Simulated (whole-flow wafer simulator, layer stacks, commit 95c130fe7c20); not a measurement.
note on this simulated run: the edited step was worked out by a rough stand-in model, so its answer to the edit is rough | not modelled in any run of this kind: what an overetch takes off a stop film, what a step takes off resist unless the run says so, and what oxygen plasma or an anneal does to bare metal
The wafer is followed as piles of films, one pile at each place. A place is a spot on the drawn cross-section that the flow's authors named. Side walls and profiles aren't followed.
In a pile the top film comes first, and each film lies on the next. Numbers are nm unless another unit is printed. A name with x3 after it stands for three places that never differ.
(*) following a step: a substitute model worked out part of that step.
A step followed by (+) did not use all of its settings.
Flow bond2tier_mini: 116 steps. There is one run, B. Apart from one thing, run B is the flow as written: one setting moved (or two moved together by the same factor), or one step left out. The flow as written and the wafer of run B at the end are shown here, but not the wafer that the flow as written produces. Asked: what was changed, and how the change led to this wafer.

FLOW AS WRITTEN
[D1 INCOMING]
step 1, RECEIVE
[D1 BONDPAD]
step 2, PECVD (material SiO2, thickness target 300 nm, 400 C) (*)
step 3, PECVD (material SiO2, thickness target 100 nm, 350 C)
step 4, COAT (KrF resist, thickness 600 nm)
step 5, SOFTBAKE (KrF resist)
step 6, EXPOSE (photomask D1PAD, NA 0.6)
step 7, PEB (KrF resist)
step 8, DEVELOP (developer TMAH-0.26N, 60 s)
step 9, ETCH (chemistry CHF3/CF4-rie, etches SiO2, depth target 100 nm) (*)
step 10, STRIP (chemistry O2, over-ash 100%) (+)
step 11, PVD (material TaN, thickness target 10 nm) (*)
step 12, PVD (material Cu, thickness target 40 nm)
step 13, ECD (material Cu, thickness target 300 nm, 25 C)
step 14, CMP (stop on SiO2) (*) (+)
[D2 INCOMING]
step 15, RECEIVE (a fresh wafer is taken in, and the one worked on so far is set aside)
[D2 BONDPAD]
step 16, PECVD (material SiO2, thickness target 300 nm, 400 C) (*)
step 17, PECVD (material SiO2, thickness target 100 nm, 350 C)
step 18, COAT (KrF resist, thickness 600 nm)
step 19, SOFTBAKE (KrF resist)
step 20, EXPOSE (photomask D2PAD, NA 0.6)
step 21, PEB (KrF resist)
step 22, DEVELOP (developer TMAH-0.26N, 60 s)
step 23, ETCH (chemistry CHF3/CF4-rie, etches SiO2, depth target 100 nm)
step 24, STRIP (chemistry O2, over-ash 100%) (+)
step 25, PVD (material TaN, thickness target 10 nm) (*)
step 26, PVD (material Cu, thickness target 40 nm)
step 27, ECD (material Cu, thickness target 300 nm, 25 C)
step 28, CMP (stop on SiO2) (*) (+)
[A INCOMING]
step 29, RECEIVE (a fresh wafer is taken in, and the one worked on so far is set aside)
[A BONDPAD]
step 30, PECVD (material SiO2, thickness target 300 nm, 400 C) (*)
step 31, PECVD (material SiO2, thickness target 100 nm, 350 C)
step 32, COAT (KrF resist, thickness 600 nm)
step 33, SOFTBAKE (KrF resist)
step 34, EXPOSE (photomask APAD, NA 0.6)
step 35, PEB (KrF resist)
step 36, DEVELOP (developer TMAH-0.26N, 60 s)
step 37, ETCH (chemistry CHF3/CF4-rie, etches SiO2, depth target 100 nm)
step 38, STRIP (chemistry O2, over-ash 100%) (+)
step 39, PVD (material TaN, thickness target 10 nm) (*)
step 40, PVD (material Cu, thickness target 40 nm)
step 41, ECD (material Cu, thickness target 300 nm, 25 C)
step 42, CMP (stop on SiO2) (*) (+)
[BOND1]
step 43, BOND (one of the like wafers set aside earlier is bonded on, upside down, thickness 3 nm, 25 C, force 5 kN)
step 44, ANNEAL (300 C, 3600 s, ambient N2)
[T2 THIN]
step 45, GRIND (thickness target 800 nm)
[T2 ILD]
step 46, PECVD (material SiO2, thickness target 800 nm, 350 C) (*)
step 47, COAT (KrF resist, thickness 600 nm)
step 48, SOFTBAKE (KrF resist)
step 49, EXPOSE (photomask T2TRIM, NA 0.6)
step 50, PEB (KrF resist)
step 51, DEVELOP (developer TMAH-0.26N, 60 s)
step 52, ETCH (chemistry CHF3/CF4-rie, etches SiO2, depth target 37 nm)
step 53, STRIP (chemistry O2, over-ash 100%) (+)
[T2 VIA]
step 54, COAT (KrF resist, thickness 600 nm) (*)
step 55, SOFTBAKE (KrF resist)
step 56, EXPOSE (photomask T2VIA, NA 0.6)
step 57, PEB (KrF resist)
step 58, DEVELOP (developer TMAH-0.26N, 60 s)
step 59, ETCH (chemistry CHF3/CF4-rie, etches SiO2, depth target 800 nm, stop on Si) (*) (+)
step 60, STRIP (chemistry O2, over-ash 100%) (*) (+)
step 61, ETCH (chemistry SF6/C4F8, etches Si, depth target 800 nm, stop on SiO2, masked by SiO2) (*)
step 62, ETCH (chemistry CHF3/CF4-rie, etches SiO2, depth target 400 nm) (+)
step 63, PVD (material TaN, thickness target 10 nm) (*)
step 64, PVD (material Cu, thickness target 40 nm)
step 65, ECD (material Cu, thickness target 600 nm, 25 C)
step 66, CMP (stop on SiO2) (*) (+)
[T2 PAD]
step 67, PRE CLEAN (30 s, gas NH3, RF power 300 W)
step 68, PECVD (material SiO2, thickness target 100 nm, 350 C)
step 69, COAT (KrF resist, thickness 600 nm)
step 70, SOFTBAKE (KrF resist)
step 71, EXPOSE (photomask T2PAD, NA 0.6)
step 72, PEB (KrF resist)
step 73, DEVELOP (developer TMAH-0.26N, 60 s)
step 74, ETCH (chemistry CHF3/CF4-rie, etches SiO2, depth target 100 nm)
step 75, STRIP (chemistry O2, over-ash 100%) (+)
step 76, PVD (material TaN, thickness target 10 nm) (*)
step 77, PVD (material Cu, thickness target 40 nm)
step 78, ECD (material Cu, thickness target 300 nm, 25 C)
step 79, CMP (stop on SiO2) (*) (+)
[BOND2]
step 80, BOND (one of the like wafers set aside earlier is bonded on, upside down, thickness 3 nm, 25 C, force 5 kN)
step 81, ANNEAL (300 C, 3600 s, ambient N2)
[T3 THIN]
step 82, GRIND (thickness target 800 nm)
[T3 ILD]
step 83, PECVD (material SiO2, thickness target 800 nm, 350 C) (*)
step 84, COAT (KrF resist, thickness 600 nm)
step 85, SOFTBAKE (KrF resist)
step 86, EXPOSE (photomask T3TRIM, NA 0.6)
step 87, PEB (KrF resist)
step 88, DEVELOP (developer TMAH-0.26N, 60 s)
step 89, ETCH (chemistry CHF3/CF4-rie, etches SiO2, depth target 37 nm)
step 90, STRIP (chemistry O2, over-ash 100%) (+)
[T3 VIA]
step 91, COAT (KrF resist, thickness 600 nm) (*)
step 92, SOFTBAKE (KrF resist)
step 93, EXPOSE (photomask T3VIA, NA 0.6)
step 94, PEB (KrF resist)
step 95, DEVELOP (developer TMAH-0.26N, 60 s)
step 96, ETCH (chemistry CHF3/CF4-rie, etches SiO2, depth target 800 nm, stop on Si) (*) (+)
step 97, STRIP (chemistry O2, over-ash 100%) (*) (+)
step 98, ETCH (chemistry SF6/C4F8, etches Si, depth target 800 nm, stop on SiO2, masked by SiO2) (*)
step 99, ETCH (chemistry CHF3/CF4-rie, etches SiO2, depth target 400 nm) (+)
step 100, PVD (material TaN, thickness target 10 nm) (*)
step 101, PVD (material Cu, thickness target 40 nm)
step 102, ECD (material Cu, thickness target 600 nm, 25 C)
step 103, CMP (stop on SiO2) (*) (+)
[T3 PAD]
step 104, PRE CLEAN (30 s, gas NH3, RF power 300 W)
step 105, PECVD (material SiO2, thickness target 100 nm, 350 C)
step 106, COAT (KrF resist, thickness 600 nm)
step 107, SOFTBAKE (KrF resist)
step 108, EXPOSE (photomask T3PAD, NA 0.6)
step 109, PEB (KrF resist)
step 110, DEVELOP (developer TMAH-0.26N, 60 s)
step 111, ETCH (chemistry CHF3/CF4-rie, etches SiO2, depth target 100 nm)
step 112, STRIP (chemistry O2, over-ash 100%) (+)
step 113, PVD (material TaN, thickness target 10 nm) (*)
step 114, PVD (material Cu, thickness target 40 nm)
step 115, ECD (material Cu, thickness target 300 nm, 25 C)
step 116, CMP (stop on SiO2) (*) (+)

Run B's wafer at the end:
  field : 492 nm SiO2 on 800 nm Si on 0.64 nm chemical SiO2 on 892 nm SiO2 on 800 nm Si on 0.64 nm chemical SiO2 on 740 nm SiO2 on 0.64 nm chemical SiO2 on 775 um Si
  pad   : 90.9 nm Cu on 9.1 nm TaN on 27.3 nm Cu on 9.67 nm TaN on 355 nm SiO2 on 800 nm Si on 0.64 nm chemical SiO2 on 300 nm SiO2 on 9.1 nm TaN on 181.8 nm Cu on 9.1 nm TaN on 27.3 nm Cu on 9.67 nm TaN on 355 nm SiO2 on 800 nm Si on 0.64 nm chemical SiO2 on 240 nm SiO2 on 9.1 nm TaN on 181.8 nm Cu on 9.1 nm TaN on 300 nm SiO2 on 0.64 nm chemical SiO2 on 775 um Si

Cause: step 2, PECVD: thickness target 240 nm was run, whereas the flow has thickness target 300 nm.
One can read it off the wafer: pad has SiO2 240, and step 2 as written asks for 300 nm.

The path from the change to this, step by step:
  step 2, PECVD (material SiO2, thickness target 300 nm, 400 C) (*)
      field, pad, via: SiO2 gains 240 (new film) (as written it would have been: SiO2 gains 300 (new film))
  step 43, BOND (one of the like wafers set aside earlier is bonded on, upside down, thickness 3 nm, 25 C, force 5 kN)
      field: Si gains 775 um (new film), chemical SiO2 gains 0.64 (new film), SiO2 gains 340 (as written it would have been: Si gains 775 um (new film), chemical SiO2 gains 0.64 (new film), SiO2 gains 400)
      pad: Si gains 775 um (new film), chemical SiO2 gains 0.64 (new film), SiO2 gains 240 (new film), TaN gains 9.1 (new film), Cu gains 90.9 (as written it would have been: Si gains 775 um (new film), chemical SiO2 gains 0.64 (new film), SiO2 gains 300 (new film), TaN gains 9.1 (new film), Cu gains 90.9)
      (as well as at 1 more place)
